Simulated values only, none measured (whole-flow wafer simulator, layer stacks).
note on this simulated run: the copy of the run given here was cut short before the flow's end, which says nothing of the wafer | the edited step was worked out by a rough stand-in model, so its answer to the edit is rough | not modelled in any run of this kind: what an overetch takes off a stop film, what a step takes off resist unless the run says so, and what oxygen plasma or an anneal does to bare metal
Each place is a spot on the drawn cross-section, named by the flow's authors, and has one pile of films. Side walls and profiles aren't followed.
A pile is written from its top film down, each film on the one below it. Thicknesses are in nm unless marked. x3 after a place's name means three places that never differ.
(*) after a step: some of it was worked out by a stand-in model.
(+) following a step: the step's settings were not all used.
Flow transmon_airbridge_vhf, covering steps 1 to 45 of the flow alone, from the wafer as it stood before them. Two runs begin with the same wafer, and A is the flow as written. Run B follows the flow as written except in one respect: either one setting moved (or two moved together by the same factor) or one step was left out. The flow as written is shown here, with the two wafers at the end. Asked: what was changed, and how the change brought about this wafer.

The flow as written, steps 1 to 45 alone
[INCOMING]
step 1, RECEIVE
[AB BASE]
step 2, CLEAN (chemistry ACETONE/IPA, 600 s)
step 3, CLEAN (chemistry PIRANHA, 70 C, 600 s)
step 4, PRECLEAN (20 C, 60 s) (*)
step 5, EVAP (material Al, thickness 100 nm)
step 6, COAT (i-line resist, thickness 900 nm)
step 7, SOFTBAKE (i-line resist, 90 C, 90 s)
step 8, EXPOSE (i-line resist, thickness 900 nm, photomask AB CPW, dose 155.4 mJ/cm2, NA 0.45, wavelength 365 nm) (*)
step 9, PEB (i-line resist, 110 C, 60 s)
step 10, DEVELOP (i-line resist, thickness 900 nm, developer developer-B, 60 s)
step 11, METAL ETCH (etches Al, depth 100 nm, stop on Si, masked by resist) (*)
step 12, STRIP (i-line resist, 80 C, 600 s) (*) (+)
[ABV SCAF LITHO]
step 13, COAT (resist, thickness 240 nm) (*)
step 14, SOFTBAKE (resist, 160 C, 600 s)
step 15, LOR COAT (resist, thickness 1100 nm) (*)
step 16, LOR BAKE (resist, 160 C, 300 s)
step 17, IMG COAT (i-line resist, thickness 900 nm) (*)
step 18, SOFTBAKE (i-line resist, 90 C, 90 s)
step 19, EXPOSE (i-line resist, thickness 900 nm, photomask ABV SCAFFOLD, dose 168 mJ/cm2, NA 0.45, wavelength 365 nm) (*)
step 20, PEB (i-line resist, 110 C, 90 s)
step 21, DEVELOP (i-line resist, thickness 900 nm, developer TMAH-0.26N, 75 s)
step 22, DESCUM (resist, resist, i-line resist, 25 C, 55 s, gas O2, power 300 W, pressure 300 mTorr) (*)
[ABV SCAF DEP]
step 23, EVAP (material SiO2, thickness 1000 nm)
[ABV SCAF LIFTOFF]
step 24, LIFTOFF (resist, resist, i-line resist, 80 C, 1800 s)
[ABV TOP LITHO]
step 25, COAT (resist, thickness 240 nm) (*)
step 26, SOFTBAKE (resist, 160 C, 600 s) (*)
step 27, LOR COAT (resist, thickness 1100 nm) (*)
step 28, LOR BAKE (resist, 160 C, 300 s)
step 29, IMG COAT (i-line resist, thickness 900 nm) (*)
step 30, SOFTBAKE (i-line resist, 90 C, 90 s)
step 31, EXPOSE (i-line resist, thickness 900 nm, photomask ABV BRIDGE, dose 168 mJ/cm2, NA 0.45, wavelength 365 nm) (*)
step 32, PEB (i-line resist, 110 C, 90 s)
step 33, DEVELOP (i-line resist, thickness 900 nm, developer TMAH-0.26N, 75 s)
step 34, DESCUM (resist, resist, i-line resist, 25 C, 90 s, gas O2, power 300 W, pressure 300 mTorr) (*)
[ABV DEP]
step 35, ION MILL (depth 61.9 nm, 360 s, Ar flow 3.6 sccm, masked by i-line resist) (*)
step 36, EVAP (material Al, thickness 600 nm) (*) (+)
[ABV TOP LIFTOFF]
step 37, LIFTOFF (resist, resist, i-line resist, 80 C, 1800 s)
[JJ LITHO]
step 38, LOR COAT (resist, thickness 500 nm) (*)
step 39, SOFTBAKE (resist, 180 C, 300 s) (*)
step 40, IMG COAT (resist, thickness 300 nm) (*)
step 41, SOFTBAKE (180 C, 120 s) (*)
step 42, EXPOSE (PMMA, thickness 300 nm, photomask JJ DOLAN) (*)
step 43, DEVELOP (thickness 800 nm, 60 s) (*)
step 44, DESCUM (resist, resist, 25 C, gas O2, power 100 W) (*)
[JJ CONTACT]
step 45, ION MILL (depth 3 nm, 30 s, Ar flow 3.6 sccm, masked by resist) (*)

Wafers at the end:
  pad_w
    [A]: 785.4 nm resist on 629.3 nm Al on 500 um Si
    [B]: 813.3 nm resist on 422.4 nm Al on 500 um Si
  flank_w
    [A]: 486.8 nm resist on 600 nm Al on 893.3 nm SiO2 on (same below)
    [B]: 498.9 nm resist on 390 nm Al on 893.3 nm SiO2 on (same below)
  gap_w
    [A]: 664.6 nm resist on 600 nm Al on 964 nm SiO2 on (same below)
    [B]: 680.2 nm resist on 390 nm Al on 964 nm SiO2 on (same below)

Cause: step 36, EVAP: thickness 390 nm was run, though the flow has thickness 600 nm.
One can read it off the wafer: flank_w has Al 390, and step 36 as written asks for 600 nm.

The path from the change to this, step by step:
  step 36, EVAP (material Al, thickness 600 nm) (*) (+)
      field x3, jj_line, ground_far and 10 more: A +600 Al (new film) | B +390 Al (new film)
      pad_w, pad_e: A +591.2 Al | B +384.3 Al
  step 37, LIFTOFF (resist, resist, i-line resist, 80 C, 1800 s)
      field x3, jj_line, trace_open_s x2: A -600 Al (all of it), -600 i-line resist (all of it), -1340 resist (all of it) | B -390 Al (all of it), -600 i-line resist (all of it), -1340 resist (all of it)
      margin_s, margin_n: A -600 Al (all of it), -318.3 i-line resist (all of it), -992 resist (all of it) | B -390 Al (all of it), -318.3 i-line resist (all of it), -992 resist (all of it)
      (as well as at 1 more place)
  step 38, LOR COAT (resist, thickness 500 nm) (*)
      pad_w, pad_e: A +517 resist (new film) | B +535.5 resist (new film)
      margin_s, margin_n: A +445.3 resist (new film) | B +426.6 resist (new film)
      (as well as at 1 more place)
  step 40, IMG COAT (resist, thickness 300 nm) (*)
      pad_w, pad_e: A +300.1 resist | B +309.6 resist
      flank_w, flank_e: A +212.1 resist | B +219.3 resist
      (as well as at 4 more places)
